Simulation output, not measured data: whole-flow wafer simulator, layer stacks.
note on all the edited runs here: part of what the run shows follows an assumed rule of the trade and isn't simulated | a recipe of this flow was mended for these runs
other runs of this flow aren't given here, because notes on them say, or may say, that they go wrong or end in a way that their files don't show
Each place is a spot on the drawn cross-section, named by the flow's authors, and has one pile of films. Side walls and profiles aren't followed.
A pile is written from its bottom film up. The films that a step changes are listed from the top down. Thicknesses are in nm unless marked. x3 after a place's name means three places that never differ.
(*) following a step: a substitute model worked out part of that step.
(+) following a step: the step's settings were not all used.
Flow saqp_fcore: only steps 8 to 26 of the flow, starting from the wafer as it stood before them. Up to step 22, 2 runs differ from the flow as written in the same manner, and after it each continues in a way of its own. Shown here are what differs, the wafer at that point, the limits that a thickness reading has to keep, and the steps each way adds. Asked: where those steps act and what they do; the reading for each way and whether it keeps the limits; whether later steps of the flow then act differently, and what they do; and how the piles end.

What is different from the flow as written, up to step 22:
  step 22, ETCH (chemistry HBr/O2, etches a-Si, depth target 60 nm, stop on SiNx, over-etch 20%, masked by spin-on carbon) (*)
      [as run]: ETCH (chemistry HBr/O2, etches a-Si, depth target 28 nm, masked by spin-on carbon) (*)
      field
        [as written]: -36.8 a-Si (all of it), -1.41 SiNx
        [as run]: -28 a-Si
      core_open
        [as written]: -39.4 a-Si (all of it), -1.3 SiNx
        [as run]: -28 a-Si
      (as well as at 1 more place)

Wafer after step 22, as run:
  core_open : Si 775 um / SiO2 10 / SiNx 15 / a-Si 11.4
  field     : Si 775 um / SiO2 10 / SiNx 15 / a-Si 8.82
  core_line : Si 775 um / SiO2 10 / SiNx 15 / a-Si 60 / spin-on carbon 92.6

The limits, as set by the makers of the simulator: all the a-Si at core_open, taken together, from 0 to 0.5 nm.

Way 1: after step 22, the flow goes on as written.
  Reading after step 22: 11.4 nm, not within the limits.
  Later steps of the flow acting differently than as written:
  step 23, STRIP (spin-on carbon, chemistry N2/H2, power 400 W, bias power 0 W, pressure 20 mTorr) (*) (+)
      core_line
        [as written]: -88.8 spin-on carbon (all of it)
        [this way]: -92.6 spin-on carbon (all of it)
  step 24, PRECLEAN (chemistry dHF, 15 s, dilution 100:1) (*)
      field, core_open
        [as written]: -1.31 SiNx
        [this way]: nothing
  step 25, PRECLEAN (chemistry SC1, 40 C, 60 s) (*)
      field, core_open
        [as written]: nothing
        [this way]: +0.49 chemical SiO2 (new film), -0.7 a-Si
  By the end, the piles at field, core_open depart from the flow's by more than 2% or 0.5 nm, whichever is larger.
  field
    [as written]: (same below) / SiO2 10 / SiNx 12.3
    [this way]: (same below) / SiO2 10 / SiNx 15 / a-Si 8.12 / chemical SiO2 0.49
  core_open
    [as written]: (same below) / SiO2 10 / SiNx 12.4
    [this way]: (same below) / SiO2 10 / SiNx 15 / a-Si 10.7 / chemical SiO2 0.49

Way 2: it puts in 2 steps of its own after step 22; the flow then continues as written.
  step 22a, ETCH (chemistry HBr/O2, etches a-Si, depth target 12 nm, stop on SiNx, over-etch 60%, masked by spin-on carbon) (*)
      field
        -8.82 a-Si (all of it), -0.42 SiNx
      core_open
        -11.4 a-Si (all of it), -0.31 SiNx
      core_line
        -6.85 spin-on carbon
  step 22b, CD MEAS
      does not change any film at any place that is followed
  Reading after step 22b: 0 nm, inside the limits.
  Later steps of the flow acting differently than as written:
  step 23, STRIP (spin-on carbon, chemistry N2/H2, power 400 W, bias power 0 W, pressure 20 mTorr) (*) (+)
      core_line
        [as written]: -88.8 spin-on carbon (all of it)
        [this way]: -85.8 spin-on carbon (all of it)
  By the end, the piles at field, core_open depart from the flow's by more than 2% or 0.5 nm, whichever is larger.
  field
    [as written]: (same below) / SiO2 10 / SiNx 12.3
    [this way]: (same below) / SiO2 10 / SiNx 13.3
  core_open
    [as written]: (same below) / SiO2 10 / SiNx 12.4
    [this way]: (same below) / SiO2 10 / SiNx 13.4

Inside the limits: way 2. Outside the limits: way 1.
